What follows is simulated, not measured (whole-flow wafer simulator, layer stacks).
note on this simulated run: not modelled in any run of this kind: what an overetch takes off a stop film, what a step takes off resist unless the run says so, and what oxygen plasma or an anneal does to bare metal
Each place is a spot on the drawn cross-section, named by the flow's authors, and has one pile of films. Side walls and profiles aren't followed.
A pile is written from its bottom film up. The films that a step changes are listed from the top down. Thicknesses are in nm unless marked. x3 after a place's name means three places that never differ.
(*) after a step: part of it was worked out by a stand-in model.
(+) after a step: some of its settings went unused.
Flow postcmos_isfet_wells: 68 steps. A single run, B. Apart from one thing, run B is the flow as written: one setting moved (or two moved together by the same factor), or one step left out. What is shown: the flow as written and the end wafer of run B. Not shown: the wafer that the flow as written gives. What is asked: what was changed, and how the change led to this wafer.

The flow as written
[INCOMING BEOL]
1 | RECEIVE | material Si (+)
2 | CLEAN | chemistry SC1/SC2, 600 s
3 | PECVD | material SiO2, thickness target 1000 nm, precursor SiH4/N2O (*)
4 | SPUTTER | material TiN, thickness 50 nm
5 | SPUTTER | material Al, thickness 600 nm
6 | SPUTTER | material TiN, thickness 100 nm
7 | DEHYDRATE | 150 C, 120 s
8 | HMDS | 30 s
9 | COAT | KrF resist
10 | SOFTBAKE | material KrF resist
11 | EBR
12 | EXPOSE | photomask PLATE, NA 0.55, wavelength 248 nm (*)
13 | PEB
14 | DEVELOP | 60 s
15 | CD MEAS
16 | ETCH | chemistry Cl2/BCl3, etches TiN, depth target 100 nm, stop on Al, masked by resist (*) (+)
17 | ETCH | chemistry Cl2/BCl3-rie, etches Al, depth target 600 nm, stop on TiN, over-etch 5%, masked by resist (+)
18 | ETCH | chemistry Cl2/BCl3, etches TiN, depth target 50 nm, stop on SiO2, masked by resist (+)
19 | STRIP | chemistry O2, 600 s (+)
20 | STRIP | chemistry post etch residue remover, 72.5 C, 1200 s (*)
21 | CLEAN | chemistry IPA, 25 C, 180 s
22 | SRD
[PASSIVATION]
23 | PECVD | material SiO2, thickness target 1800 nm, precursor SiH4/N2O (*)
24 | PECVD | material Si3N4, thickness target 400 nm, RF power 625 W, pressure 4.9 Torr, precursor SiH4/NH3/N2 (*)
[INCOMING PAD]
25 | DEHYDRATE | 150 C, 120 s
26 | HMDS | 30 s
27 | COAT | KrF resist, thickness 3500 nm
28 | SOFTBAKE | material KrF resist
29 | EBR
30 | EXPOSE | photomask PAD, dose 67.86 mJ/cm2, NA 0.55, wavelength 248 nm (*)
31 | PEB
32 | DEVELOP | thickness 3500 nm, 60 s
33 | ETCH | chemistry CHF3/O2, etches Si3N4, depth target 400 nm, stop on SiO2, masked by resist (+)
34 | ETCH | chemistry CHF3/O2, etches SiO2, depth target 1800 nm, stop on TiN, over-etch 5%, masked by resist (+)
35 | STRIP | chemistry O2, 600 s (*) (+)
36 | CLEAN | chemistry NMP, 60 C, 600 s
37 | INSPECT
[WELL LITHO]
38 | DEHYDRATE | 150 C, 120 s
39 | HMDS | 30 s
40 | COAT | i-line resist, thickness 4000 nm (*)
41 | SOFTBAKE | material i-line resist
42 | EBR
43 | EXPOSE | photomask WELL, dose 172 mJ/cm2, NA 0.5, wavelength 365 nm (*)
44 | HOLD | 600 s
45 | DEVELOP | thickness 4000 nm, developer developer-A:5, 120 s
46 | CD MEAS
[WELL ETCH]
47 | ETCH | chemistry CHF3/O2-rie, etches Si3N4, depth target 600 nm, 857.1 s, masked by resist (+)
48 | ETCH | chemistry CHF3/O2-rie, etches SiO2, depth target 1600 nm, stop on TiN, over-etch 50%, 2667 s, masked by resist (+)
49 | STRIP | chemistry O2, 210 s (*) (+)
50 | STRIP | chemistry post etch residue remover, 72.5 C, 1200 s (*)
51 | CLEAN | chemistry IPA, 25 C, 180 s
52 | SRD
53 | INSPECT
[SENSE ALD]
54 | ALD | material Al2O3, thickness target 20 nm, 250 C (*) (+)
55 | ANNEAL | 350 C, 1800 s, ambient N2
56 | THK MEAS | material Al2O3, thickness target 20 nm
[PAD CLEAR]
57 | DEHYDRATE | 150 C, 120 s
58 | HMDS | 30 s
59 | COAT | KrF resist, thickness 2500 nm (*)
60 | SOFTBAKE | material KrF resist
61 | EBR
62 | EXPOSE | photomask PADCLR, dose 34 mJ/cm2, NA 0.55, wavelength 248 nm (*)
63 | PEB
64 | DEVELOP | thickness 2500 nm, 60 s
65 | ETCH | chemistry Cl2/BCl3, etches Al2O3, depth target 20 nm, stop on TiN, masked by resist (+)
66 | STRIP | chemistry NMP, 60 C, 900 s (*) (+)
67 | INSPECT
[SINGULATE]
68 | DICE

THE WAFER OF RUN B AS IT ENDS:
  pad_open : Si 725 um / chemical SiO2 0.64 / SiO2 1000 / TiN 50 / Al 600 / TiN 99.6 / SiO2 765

What caused this: step 34, ETCH: depth target 1035 nm was run, while the flow as written has depth target 1800 nm.

The path from the change to this, step by step:
  34 | ETCH | chemistry CHF3/O2, etches SiO2, depth target 1800 nm, stop on TiN, over-etch 5%, masked by resist (+)
      pad_open: -1035 SiO2 (in the flow as written it would be: -1800 SiO2 (all of it))
      field, margin, well900, well1300 x3, pad_rim, pad_clr: -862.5 KrF resist (in the flow as written it would be: -1500 KrF resist)
  35 | STRIP | chemistry O2, 600 s (*) (+)
      field, margin, well900, well1300 x3, pad_rim, pad_clr: -2250.8 KrF resist (all of it) (in the flow as written it would be: -1613.3 KrF resist (all of it))
  40 | COAT | i-line resist, thickness 4000 nm (*)
      pad_clr: +3500.9 i-line resist (new film) (in the flow as written it would be: +3256.8 i-line resist (new film))
      pad_open: +4528.6 i-line resist (new film) (in the flow as written it would be: +4804.7 i-line resist (new film))
  41 | SOFTBAKE | material i-line resist
      pad_clr: -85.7 i-line resist (in the flow as written it would be: -156.7 i-line resist)
      pad_open: +79.1 i-line resist (in the flow as written it would be: +115.3 i-line resist)
  49 | STRIP | chemistry O2, 210 s (*) (+)
      pad_clr: -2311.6 i-line resist (all of it) (in the flow as written it would be: -1996.5 i-line resist (all of it))
      pad_open: -3504.1 i-line resist (all of it) (in the flow as written it would be: -3816.3 i-line resist (all of it))
  59 | COAT | KrF resist, thickness 2500 nm (*)
      pad_rim: +2154.1 KrF resist (new film) (in the flow as written it would be: +1976.4 KrF resist (new film))
      pad_clr: +1955.8 KrF resist (new film) (in the flow as written it would be: +1691.6 KrF resist (new film))
      (and at 1 other place as well)
  60 | SOFTBAKE | material KrF resist
      pad_clr: -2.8 KrF resist (in the flow as written it would be: -3.77 KrF resist)
  63 | PEB
      pad_rim: -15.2 KrF resist (in the flow as written it would be: -13.9 KrF resist)
      pad_clr: -13.7 KrF resist (in the flow as written it would be: -11.8 KrF resist)
      (and at 1 other place as well)
  64 | DEVELOP | thickness 2500 nm, 60 s
      pad_clr: -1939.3 KrF resist (all of it) (in the flow as written it would be: -1676 KrF resist (all of it))
      pad_open: -2850.6 KrF resist (all of it) (in the flow as written it would be: -3045.1 KrF resist (all of it))
  66 | STRIP | chemistry NMP, 60 C, 900 s (*) (+)
      pad_rim: -2099.8 KrF resist (all of it) (in the flow as written it would be: -1923.7 KrF resist (all of it))
